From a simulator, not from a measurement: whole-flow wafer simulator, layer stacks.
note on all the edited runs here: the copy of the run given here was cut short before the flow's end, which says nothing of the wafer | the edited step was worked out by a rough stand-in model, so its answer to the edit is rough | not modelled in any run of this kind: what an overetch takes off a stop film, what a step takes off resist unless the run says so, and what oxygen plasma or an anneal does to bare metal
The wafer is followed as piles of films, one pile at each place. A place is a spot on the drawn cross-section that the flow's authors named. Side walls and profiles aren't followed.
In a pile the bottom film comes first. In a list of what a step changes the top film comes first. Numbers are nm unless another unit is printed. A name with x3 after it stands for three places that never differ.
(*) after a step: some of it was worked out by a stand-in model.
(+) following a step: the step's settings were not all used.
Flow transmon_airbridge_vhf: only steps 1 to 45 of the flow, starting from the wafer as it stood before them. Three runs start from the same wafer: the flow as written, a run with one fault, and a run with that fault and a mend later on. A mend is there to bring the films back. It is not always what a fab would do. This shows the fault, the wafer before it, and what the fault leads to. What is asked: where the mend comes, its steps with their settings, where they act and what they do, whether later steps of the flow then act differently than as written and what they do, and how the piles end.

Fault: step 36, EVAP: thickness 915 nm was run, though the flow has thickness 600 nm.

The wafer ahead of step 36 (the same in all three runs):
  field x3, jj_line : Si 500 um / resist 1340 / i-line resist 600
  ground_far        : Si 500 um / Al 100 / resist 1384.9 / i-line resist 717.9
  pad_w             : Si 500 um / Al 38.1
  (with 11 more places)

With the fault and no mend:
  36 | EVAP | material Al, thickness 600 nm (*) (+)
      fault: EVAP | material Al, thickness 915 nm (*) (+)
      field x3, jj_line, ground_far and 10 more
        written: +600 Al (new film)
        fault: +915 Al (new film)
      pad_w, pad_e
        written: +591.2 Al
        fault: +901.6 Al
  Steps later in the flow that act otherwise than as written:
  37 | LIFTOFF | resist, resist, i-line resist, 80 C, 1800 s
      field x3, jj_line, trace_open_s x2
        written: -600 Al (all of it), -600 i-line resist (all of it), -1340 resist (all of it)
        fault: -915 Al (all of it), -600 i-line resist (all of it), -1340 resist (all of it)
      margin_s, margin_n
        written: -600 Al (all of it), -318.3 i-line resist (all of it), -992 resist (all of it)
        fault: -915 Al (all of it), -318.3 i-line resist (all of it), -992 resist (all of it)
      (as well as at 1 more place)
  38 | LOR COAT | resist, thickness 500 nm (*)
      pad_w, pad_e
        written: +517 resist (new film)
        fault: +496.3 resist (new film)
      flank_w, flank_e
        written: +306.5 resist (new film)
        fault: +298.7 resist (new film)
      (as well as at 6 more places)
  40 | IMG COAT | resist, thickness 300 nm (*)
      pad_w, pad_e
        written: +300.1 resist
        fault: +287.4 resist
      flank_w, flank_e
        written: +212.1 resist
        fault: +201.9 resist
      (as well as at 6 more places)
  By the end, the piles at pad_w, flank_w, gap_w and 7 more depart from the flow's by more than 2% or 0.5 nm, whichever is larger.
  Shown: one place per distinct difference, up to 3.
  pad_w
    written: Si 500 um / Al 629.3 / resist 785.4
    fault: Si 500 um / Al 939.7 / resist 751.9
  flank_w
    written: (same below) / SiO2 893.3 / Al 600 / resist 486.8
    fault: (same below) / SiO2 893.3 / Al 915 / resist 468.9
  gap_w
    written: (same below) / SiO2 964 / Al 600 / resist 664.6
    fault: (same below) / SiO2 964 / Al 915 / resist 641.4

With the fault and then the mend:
  After step 36 comes the mend.
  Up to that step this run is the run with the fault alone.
  36a | METAL ETCH | etches Al, depth 315 nm (the flow's step 11, run once more with other settings)
      field x3, jj_line, ground_far and 12 more
        -315 Al
  Later steps of the flow that are run all act as written at every place that is followed, up to a difference of at most 2% or 0.5 nm, whichever is larger.
  When the end is reached, the piles differ only a little from the flow's at the places that both follow, at most by 2% or 0.5 nm, whichever is larger.
